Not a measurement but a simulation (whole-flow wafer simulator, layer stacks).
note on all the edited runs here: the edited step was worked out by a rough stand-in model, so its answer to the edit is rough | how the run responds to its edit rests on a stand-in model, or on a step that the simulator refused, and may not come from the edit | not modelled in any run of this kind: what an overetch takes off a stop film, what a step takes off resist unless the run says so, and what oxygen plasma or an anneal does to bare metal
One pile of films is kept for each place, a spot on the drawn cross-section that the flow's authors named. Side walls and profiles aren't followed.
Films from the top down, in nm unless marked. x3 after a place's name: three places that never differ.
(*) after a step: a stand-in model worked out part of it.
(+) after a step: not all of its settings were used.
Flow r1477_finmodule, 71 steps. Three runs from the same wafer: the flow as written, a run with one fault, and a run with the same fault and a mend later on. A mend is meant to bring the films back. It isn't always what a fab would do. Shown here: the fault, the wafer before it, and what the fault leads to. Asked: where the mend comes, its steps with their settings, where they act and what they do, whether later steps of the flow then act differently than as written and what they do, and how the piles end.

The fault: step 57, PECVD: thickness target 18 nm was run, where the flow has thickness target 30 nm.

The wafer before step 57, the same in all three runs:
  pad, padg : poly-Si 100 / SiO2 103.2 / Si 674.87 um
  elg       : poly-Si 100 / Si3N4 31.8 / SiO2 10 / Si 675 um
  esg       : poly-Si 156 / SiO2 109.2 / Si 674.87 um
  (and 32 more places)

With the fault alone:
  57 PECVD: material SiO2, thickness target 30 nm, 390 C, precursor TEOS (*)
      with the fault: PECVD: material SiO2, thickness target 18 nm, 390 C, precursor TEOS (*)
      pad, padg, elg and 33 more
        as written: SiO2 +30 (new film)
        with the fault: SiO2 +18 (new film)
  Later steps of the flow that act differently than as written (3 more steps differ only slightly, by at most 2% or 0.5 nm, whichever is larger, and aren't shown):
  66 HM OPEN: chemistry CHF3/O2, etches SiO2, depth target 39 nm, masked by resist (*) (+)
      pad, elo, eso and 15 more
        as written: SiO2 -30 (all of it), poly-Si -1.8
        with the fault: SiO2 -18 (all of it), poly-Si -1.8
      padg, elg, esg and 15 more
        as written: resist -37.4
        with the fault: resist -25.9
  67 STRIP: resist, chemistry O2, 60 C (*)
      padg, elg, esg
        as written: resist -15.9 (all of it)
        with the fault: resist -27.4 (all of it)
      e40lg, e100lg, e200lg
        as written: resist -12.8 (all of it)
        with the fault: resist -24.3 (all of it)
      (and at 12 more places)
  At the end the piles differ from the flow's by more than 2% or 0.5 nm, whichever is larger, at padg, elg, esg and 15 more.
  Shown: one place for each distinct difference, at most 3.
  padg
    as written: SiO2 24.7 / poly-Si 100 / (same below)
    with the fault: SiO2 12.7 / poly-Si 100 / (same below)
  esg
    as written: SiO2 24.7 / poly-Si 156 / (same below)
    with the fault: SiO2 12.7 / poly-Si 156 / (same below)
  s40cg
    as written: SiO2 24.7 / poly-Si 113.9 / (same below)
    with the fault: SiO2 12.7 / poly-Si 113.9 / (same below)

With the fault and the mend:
  The mend comes after step 64.
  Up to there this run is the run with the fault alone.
  64a STRIP: resist, chemistry O2, 60 C
      padg, elg, esg
        resist -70 (all of it)
      e40lg, e100lg, e200lg
        resist -66.9 (all of it)
      s40sg, s45sg
        resist -91 (all of it)
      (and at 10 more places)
  64b PECVD: material SiO2, thickness target 12 nm, 390 C, precursor TEOS (*) (the flow's step 57 once more, with other settings)
      pad, padg, elg and 33 more
        SiO2 +12
  64c COAT: resist, thickness 70 nm (*) (the flow's step 60 once more)
      e40lg, e100lg, e200lg, elo, e40lo, e100lo, e200lo
        resist +66.9 (new film)
      pad, padg, elg, esg
        resist +70 (new film)
      s40sg, s45sg, s40so, s45so
        resist +91 (new film)
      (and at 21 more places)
  64d SOFTBAKE: 180 C, 180 s (*) (the flow's step 61 once more)
      changes no film at any place that is followed
  64e EXPOSE: resist, photomask GATE (the flow's step 62 once more)
      changes no film at any place that is followed
  64f DEVELOP (*) (the flow's step 63 once more)
      elo, e40lo, e100lo, e200lo
        resist -66.9 (all of it)
      eso, e40so
        resist -129.5 (all of it)
      s40so, s45so
        resist -91 (all of it)
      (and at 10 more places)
  No later step of the flow acts differently than as written at any place that is followed.
  At the end the piles are the same as the flow's at every place that both follow.
